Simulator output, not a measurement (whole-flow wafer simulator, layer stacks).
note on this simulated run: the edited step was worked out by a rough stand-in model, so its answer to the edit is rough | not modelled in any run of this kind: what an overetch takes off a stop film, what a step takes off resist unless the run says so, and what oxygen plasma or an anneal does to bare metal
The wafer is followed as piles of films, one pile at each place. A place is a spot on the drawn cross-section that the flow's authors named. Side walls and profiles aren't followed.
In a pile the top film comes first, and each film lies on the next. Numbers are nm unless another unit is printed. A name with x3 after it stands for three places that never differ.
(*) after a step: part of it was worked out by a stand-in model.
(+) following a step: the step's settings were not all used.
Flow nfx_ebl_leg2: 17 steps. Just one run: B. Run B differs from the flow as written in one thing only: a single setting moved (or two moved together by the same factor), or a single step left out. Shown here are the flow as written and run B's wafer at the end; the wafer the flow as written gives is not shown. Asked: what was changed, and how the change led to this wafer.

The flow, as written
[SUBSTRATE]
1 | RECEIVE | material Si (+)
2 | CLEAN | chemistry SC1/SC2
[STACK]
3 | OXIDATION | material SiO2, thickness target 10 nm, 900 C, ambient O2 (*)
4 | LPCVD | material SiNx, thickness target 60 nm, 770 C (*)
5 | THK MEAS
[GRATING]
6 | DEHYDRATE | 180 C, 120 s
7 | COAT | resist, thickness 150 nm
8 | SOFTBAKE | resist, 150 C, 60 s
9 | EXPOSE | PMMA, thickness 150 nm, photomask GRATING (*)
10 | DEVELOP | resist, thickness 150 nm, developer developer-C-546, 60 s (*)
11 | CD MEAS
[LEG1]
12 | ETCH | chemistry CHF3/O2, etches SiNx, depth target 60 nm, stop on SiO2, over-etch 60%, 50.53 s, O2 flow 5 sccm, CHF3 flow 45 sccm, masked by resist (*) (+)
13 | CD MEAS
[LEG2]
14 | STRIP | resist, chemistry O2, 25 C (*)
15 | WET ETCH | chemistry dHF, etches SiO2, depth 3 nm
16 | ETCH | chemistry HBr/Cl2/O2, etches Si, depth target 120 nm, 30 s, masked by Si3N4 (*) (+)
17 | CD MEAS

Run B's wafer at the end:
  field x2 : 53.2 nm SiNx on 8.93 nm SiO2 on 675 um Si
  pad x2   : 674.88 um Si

Cause: step 3, OXIDATION: 888 C was run, whereas the flow has 900 C.

The path from the change to this, step by step:
  3 | OXIDATION | material SiO2, thickness target 10 nm, 900 C, ambient O2 (*)
      field x2, pad x2: SiO2 gains 8.93 (new film), chemical SiO2 loses 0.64 (all of it), Si loses 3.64 (as written it would have been: SiO2 gains 10 (new film), chemical SiO2 loses 0.64 (all of it), Si loses 4.12)
  12 | ETCH | chemistry CHF3/O2, etches SiNx, depth target 60 nm, stop on SiO2, over-etch 60%, 50.53 s, O2 flow 5 sccm, CHF3 flow 45 sccm, masked by resist (*) (+)
      pad x2: SiNx loses 60 (all of it), SiO2 loses 8.93 (all of it) (as written it would have been: SiNx loses 60 (all of it), SiO2 loses 10 (all of it))
